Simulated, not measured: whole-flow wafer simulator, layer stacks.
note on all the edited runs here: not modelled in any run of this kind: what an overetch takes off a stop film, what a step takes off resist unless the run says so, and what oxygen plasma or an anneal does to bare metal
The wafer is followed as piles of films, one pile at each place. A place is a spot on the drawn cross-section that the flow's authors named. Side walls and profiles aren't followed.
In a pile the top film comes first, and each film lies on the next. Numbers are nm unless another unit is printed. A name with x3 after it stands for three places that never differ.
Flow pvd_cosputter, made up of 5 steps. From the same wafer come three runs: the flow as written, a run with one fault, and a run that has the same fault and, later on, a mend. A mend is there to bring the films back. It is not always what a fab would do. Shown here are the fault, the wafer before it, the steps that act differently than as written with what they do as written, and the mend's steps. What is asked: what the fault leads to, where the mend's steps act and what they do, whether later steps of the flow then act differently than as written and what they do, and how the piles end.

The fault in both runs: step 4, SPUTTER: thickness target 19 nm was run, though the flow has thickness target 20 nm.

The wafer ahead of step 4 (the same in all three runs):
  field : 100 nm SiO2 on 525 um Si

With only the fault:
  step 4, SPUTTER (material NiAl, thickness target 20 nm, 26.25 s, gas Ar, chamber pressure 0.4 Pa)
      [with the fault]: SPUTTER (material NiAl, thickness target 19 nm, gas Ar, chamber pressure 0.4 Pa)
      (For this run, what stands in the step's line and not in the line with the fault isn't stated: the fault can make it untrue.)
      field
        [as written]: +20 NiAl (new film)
        [with the fault]: +19 NiAl (new film)
  Every later step of the flow that is run acts as written at every place that is followed.
  At field, the piles at the end differ from the flow's by more than 2% or 0.5 nm, whichever is larger.
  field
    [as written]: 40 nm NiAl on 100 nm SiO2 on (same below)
    [with the fault]: 39 nm NiAl on 100 nm SiO2 on (same below)

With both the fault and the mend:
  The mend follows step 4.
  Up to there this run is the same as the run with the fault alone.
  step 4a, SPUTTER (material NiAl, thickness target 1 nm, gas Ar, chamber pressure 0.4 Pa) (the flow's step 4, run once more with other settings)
      field
        +1 NiAl
  Every later step of the flow that is run acts as written at every place that is followed.
  By the end, the piles equal the flow's at every place that both follow.
